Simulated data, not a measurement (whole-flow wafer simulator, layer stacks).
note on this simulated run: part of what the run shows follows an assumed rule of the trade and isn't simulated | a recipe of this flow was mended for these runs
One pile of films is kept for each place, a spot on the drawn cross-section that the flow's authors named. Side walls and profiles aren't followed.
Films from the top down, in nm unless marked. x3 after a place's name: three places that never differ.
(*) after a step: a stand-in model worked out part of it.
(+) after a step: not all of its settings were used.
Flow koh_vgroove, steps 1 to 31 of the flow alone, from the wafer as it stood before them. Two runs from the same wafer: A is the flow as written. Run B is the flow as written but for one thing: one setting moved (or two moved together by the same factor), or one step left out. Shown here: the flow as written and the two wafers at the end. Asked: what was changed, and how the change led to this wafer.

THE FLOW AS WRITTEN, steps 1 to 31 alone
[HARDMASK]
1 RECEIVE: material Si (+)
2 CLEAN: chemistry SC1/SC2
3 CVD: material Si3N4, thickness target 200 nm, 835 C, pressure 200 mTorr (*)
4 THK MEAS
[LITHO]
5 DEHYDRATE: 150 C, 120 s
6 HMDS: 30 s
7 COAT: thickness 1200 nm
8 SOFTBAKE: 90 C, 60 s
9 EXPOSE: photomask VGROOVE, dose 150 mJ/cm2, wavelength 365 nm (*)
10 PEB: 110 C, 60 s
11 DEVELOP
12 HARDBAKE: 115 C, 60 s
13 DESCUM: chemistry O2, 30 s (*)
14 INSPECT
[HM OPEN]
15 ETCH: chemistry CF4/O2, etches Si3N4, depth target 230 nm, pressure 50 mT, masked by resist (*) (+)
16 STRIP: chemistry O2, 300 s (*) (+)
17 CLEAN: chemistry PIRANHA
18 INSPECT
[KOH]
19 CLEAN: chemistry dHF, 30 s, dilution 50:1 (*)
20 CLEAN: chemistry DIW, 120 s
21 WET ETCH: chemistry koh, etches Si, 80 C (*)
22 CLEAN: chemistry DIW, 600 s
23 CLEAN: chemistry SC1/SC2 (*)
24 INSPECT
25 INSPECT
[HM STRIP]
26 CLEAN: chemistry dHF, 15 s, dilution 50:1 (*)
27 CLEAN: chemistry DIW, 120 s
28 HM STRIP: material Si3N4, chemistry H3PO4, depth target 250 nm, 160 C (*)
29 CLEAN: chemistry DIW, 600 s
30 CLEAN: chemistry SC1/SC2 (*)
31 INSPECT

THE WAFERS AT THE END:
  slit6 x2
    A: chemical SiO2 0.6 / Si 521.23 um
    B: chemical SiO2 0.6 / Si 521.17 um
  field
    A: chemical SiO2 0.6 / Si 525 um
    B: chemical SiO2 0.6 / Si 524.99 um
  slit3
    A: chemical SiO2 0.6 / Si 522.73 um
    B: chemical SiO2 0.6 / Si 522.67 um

The cause: step 3, CVD: thickness target 140 nm was run, where the flow has thickness target 200 nm.

How the change led to this, step by step:
  3 CVD: material Si3N4, thickness target 200 nm, 835 C, pressure 200 mTorr (*)
      field, slit3, slit2, slit6 x2: A Si3N4 +200 (new film) | B Si3N4 +140 (new film)
  15 ETCH: chemistry CF4/O2, etches Si3N4, depth target 230 nm, pressure 50 mT, masked by resist (*) (+)
      slit3, slit2, slit6 x2: A Si3N4 -200 (all of it), chemical SiO2 -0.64 (all of it), Si -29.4 | B Si3N4 -140 (all of it), chemical SiO2 -0.64 (all of it), Si -89.4
  28 HM STRIP: material Si3N4, chemistry H3PO4, depth target 250 nm, 160 C (*)
      field: A Si3N4 -198.7 (all of it), chemical SiO2 -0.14, Si -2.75 | B Si3N4 -138.7 (all of it), chemical SiO2 -0.14, Si -5.75
